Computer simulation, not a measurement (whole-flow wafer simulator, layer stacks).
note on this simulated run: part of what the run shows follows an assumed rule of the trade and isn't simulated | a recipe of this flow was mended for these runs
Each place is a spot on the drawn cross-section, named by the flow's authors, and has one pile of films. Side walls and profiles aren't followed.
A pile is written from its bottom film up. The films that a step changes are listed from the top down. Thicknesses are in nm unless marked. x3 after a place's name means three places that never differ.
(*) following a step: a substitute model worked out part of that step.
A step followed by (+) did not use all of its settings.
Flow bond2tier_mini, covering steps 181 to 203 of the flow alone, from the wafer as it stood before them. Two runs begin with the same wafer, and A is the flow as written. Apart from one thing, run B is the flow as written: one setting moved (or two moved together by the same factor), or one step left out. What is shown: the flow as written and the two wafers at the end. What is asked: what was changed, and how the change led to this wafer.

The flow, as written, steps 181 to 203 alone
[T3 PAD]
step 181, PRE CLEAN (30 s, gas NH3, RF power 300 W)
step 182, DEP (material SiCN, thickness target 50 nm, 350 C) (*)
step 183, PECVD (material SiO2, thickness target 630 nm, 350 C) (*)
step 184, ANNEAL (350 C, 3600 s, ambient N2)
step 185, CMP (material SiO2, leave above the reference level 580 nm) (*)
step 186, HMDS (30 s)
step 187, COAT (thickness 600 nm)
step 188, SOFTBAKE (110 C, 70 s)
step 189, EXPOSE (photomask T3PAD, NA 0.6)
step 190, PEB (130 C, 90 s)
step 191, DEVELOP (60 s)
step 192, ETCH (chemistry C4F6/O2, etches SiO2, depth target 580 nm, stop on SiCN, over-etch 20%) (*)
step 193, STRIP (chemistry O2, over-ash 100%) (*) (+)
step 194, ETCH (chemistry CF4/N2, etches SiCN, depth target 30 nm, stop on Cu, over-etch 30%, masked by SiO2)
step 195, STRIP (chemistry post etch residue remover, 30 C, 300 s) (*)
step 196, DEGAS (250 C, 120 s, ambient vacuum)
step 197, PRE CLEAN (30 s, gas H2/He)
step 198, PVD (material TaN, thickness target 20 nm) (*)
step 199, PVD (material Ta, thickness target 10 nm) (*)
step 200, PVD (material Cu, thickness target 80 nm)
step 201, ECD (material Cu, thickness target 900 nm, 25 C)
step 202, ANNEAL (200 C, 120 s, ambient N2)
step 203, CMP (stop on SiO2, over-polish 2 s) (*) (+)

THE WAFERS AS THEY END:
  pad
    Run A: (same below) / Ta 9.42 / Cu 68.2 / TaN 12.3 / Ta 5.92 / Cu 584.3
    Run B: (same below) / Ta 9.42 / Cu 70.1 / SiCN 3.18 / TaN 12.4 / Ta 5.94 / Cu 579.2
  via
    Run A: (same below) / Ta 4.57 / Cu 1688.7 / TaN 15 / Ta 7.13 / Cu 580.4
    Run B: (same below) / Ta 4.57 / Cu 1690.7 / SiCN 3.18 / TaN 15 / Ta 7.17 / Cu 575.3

Cause: step 192, ETCH: depth target 522 nm was run, though the flow has depth target 580 nm.

Step by step, how the change led to this:
  step 192, ETCH (chemistry C4F6/O2, etches SiO2, depth target 580 nm, stop on SiCN, over-etch 20%) (*)
      pad, via: A SiO2 loses 580 (all of it), SiCN loses 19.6 | B SiO2 loses 580 (all of it), SiCN loses 7.82
      field: A thick-KrF-resist loses 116 | B thick-KrF-resist loses 104.4
  step 193, STRIP (chemistry O2, over-ash 100%) (*) (+)
      field: A thick-KrF-resist loses 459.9 (all of it) | B thick-KrF-resist loses 471.5 (all of it)
  step 194, ETCH (chemistry CF4/N2, etches SiCN, depth target 30 nm, stop on Cu, over-etch 30%, masked by SiO2)
      pad, via: A SiCN loses 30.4 (all of it), Cu loses 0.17 | B SiCN loses 39
  step 195, STRIP (chemistry post etch residue remover, 30 C, 300 s) (*)
      pad, via: A Cu loses 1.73 | B nothing
With metal films that touch counted as one body, pad has 4 bodies (between them, from the top down: SiCN 3.18; SiO2 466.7 / Si 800 / chemical SiO2 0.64 / SiO2 300 / SiCN 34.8; SiO2 466.7 / Si 800 / chemical SiO2 0.64 / SiO2 300 / SiCN 34.8); the flow as written gives 3 bodies (between them, from the top down: SiO2 466.7 / Si 800 / chemical SiO2 0.64 / SiO2 300 / SiCN 34.8; SiO2 466.7 / Si 800 / chemical SiO2 0.64 / SiO2 300 / SiCN 34.8).
With metal films that touch counted as one body, via has 2 bodies (between them, from the top down: SiCN 3.18); the flow as written gives 1 body.
